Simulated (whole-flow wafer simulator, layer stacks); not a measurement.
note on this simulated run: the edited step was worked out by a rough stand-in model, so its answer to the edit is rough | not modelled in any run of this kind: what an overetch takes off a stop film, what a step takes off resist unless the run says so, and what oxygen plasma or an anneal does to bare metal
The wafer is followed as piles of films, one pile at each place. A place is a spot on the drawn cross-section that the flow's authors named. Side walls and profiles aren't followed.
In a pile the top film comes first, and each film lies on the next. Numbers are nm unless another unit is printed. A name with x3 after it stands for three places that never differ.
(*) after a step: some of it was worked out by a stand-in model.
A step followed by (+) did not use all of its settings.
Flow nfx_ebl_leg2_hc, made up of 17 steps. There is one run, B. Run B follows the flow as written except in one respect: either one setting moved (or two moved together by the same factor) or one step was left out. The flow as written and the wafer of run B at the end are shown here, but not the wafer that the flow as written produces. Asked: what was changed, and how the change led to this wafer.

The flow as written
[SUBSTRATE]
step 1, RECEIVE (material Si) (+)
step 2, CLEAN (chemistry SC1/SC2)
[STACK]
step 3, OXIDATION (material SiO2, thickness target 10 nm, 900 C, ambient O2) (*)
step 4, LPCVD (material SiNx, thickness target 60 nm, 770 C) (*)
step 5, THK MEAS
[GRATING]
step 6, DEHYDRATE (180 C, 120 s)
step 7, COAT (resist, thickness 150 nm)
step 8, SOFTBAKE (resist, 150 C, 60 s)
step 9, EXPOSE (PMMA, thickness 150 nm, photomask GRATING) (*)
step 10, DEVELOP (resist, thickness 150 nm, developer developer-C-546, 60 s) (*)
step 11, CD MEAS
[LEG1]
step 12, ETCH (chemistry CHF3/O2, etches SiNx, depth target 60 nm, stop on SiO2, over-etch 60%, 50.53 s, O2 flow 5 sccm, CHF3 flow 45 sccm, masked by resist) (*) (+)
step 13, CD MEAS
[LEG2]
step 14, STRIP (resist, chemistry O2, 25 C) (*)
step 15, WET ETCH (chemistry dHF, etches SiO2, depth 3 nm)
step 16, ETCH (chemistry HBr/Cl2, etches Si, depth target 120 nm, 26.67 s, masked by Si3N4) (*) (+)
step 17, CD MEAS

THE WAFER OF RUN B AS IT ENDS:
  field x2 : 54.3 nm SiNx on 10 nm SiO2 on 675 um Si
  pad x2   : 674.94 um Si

Cause: step 16, ETCH: depth target 60 nm was run, while the flow as written has depth target 120 nm; step 16, ETCH: 13.33 s was run, where the flow has 26.67 s.

Step by step, how the change led to this:
  step 16, ETCH (chemistry HBr/Cl2, etches Si, depth target 120 nm, 26.67 s, masked by Si3N4) (*) (+)
      field x2: SiNx loses 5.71 (as written it would have been: SiNx loses 11.4)
      pad x2: Si loses 60 (as written it would have been: Si loses 120)
